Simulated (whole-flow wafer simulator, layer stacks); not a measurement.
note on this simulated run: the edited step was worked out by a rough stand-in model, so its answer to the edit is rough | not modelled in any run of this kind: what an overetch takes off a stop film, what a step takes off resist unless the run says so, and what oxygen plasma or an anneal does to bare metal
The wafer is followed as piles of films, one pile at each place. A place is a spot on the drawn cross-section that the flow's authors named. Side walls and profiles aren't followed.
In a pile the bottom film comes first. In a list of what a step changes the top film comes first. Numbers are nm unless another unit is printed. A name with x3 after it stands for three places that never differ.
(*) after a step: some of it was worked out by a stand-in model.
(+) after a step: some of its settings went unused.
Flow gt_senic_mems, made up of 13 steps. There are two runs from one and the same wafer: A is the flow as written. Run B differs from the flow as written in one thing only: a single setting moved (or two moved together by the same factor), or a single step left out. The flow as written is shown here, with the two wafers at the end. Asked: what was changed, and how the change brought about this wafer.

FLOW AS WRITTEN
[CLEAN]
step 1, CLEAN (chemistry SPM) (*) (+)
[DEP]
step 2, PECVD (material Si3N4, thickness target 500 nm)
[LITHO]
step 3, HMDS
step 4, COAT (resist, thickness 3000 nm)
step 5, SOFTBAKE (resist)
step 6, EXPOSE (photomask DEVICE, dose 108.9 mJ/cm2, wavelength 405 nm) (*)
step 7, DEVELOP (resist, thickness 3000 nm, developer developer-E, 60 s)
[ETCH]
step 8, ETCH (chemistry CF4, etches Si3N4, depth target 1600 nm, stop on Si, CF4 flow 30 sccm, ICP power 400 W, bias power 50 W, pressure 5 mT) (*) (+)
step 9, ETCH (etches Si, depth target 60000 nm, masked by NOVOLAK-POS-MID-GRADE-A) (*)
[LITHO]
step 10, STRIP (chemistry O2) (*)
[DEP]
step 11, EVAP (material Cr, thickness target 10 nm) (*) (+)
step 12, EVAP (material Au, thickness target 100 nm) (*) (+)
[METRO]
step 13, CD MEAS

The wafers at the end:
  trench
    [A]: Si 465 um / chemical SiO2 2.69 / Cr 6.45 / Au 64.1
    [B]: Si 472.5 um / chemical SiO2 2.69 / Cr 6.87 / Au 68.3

Cause: step 9, ETCH: depth target 52500 nm was run, though the flow has depth target 60000 nm.

How this came from the change, step by step:
  step 9, ETCH (etches Si, depth target 60000 nm, masked by NOVOLAK-POS-MID-GRADE-A) (*)
      field: A resist loses 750 | B resist loses 656.2
      trench: A Si loses 60 um | B Si loses 52.5 um
  step 10, STRIP (chemistry O2) (*)
      field: A resist loses 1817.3 (all of it) | B resist loses 1911.1 (all of it)
  step 12, EVAP (material Au, thickness target 100 nm) (*) (+)
      trench: A Au gains 64.1 (new film) | B Au gains 68.3 (new film)
